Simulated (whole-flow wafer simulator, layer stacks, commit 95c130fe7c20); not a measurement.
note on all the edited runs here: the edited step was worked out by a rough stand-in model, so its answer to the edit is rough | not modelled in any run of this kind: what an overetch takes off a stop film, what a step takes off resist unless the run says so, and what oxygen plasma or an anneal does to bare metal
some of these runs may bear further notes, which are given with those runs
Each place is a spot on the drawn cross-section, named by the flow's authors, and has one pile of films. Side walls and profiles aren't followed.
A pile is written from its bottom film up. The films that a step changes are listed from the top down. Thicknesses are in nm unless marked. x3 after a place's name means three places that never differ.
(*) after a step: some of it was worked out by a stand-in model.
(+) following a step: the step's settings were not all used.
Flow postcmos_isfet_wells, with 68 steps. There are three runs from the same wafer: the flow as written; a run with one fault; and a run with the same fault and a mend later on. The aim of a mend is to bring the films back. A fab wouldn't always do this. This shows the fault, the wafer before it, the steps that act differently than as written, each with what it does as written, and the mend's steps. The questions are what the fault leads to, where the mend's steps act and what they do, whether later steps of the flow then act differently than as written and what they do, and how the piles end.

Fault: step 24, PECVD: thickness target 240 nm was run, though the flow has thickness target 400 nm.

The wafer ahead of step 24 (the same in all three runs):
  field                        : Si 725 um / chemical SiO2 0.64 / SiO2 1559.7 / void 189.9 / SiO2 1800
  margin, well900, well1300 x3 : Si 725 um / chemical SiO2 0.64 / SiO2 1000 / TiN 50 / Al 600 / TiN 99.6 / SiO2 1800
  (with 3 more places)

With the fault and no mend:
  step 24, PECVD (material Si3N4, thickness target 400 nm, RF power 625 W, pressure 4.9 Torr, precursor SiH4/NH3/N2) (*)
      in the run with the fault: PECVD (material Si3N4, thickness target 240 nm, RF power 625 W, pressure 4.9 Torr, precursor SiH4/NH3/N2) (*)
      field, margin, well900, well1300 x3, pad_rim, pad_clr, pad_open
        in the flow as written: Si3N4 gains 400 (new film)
        in the run with the fault: Si3N4 gains 240 (new film)
  Steps further on in the flow that do not act as written (3 other steps are not shown; they differ only slightly, by no more than 2% or 0.5 nm, whichever is larger):
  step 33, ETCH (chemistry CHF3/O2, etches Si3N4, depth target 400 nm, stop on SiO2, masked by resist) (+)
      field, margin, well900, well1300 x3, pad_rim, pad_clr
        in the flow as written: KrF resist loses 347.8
        in the run with the fault: KrF resist loses 313
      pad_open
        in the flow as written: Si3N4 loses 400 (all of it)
        in the run with the fault: Si3N4 loses 240 (all of it)
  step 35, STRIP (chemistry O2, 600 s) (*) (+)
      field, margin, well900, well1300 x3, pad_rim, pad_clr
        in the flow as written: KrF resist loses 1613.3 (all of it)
        in the run with the fault: KrF resist loses 1648.1 (all of it)
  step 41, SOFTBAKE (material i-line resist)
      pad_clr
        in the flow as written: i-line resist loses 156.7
        in the run with the fault: i-line resist loses 140.7
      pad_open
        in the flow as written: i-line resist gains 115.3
        in the run with the fault: i-line resist gains 108.2
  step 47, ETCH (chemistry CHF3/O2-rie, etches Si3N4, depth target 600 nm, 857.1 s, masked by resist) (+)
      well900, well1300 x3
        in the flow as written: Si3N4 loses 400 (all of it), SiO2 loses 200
        in the run with the fault: Si3N4 loses 240 (all of it), SiO2 loses 360
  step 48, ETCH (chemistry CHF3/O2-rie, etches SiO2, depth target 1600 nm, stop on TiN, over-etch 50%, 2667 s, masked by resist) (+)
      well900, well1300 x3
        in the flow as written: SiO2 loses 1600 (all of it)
        in the run with the fault: SiO2 loses 1440 (all of it)
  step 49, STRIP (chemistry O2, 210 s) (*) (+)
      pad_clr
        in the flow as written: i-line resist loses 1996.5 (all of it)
        in the run with the fault: i-line resist loses 2062.4 (all of it)
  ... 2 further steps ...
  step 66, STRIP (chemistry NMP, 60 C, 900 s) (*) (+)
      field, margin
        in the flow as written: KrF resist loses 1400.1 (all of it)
        in the run with the fault: KrF resist loses 1476 (all of it)
  By the end, the piles at field, margin, pad_rim, pad_clr depart from the flow's by more than 2% or 0.5 nm, whichever is larger.
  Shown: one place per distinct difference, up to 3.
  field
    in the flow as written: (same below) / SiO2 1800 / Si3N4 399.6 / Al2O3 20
    in the run with the fault: (same below) / SiO2 1800 / Si3N4 239.6 / Al2O3 20
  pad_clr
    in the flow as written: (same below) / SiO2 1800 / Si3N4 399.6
    in the run with the fault: (same below) / SiO2 1800 / Si3N4 239.6

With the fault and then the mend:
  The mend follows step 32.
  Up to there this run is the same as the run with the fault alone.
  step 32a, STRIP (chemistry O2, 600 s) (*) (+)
      field, margin, well900, well1300 x3, pad_rim, pad_clr
        KrF resist loses 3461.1 (all of it)
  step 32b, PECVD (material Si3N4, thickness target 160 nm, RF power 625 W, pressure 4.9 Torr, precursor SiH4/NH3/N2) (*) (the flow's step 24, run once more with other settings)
      field, margin, well900, well1300 x3, pad_rim, pad_clr, pad_open
        Si3N4 gains 160
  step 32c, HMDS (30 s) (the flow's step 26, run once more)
      alters no film at any place that is followed
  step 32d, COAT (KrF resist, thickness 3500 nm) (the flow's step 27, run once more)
      field, margin, well900, well1300 x3, pad_rim, pad_clr, pad_open
        KrF resist gains 3500 (new film)
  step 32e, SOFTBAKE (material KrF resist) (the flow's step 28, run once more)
      alters no film at any place that is followed
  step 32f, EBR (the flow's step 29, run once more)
      alters no film at any place that is followed
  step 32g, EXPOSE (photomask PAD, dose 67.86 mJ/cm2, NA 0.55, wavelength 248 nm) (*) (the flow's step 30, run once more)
      alters no film at any place that is followed
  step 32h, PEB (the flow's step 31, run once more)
      field, margin, well900, well1300 x3, pad_rim, pad_clr, pad_open
        KrF resist loses 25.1
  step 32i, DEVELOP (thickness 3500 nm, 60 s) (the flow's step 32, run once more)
      field, margin, well900, well1300 x3, pad_rim, pad_clr
        KrF resist loses 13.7
      pad_open
        KrF resist loses 3474.9 (all of it)
  Later steps of the flow that are run all act as written at every place that is followed.
  By the end, the piles equal the flow's at every place that both follow.
